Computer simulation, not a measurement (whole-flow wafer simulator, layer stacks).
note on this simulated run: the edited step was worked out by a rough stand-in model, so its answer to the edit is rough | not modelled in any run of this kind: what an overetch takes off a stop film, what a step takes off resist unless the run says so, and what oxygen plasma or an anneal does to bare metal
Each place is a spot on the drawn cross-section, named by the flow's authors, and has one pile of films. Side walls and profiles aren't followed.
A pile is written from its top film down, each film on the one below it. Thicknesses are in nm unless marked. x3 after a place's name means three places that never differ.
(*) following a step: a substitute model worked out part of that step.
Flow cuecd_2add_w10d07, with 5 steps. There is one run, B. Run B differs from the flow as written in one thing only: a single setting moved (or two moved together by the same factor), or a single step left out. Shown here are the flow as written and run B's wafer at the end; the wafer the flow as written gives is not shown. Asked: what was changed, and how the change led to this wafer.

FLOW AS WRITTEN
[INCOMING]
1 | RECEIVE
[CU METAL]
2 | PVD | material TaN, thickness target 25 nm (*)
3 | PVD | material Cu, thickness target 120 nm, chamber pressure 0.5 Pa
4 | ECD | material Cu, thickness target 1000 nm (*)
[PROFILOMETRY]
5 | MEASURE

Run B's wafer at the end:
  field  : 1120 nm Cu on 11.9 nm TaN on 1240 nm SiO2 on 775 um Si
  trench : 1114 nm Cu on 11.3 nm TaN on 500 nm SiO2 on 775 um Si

Cause: step 2, PVD: thickness target 11.9 nm was run, while the flow as written has thickness target 25 nm.
The wafer lets one read it off: field has TaN 11.9, and step 2 as written asks for 25 nm.

How this came from the change, step by step:
  2 | PVD | material TaN, thickness target 25 nm (*)
      field: TaN gains 11.9 (new film) (as written it would have been: TaN gains 25 (new film))
      trench: TaN gains 11.3 (new film) (as written it would have been: TaN gains 23.7 (new film))
